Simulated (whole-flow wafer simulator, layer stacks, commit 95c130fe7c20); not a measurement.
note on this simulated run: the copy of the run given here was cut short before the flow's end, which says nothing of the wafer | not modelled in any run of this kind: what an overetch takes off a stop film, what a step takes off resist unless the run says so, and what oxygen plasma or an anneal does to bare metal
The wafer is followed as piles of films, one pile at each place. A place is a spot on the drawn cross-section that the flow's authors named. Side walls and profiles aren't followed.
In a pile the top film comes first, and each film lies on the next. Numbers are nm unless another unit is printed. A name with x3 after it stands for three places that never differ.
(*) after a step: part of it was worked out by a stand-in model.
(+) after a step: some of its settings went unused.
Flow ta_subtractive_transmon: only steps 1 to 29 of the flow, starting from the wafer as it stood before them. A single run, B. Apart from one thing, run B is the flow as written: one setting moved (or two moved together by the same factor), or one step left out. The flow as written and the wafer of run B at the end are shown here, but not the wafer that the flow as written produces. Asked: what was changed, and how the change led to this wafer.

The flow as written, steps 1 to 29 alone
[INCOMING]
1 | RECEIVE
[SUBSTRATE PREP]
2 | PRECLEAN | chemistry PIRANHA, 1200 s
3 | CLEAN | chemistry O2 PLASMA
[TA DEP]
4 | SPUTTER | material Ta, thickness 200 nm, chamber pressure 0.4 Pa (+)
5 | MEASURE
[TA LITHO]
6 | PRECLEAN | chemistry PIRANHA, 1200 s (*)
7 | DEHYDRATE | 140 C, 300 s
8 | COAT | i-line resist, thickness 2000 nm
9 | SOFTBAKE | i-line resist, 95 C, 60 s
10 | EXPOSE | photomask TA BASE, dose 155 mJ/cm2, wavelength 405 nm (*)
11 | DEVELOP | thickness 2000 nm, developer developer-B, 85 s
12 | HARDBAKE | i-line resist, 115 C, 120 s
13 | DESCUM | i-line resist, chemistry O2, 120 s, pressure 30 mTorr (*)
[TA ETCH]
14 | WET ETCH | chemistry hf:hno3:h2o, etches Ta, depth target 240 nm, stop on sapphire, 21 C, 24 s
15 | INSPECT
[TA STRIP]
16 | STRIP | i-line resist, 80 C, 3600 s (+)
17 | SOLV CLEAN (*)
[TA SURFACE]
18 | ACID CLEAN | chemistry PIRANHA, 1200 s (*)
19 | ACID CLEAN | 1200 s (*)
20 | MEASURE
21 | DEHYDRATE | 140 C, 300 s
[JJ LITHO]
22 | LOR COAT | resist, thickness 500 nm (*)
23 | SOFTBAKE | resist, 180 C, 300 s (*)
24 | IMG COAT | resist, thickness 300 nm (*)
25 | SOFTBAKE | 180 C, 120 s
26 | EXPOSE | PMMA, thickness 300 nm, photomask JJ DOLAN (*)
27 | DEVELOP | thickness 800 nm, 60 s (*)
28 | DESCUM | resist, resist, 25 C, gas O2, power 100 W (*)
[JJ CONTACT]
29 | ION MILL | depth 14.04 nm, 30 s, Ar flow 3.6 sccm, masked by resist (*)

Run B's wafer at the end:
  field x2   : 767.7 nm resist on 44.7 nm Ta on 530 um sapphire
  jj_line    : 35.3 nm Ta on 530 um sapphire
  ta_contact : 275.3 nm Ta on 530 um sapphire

What caused this: step 4, SPUTTER: thickness 285 nm was run, though the flow has thickness 200 nm.

The path from the change to this, step by step:
  4 | SPUTTER | material Ta, thickness 200 nm, chamber pressure 0.4 Pa (+)
      field x2, jj_line, lead, ta_contact, ta_pad: +285 Ta (new film) (as written it would have been: +200 Ta (new film))
  14 | WET ETCH | chemistry hf:hno3:h2o, etches Ta, depth target 240 nm, stop on sapphire, 21 C, 24 s
      field x2, jj_line, lead: -240 Ta (as written it would have been: -200 Ta (all of it))
  22 | LOR COAT | resist, thickness 500 nm (*)
      ta_contact: +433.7 resist (new film) (as written it would have been: +443.8 resist (new film))
  29 | ION MILL | depth 14.04 nm, 30 s, Ar flow 3.6 sccm, masked by resist (*)
      jj_line, lead: -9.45 Ta (as written it would have been: -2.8 sapphire)
Taking metal films that touch as one body, field x2 has 1 body; the flow as written gives 0 bodies.
Taking metal films that touch as one body, jj_line has 1 body; the flow as written gives 0 bodies.
